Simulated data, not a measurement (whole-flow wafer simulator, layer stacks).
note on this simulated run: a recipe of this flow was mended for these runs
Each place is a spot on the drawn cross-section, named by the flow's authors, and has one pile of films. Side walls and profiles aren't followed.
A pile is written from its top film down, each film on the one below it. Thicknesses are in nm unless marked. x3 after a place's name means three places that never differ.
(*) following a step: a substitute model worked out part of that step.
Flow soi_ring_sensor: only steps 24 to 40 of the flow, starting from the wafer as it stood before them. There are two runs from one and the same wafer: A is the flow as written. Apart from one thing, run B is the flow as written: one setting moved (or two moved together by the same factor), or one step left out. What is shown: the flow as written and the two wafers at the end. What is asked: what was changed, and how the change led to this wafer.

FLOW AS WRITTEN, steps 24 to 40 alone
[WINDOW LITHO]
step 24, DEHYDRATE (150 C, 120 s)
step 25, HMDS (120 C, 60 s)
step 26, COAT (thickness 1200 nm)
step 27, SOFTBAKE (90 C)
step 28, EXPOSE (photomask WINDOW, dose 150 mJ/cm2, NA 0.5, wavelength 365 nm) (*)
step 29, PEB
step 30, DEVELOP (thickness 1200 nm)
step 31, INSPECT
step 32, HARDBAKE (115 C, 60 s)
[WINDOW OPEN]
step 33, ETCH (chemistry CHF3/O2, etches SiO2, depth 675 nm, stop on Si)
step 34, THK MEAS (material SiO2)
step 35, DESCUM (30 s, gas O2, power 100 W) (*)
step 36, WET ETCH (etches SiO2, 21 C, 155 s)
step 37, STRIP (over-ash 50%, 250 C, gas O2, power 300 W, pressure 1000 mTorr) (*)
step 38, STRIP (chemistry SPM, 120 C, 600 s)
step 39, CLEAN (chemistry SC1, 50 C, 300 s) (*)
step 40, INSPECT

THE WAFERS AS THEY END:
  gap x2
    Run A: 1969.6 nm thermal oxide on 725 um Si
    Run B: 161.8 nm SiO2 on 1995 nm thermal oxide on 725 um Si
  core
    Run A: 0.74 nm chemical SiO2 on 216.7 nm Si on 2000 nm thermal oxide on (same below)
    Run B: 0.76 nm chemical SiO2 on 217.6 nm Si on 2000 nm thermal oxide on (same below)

The reason: step 33, ETCH: depth 475 nm was run, while the flow as written has depth 675 nm.

How this came from the change, step by step:
  step 33, ETCH (chemistry CHF3/O2, etches SiO2, depth 675 nm, stop on Si)
      core, gap x2: A SiO2 loses 675 | B SiO2 loses 475
      field x2, core_clad: A i-line-resist loses 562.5 | B i-line-resist loses 395.8
  step 36, WET ETCH (etches SiO2, 21 C, 155 s)
      gap x2: A SiO2 loses 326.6 (all of it), thermal oxide loses 25 | B SiO2 loses 364.2
      core: A SiO2 loses 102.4 (all of it), chemical SiO2 loses 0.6 (all of it), Si loses 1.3 | B SiO2 loses 302.4 (all of it), chemical SiO2 loses 0.6 (all of it), Si loses 0.3
  step 37, STRIP (over-ash 50%, 250 C, gas O2, power 300 W, pressure 1000 mTorr) (*)
      field x2, core_clad: A i-line-resist loses 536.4 (all of it) | B i-line-resist loses 703.1 (all of it)
  step 39, CLEAN (chemistry SC1, 50 C, 300 s) (*)
      gap x2: A thermal oxide loses 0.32 | B SiO2 loses 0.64
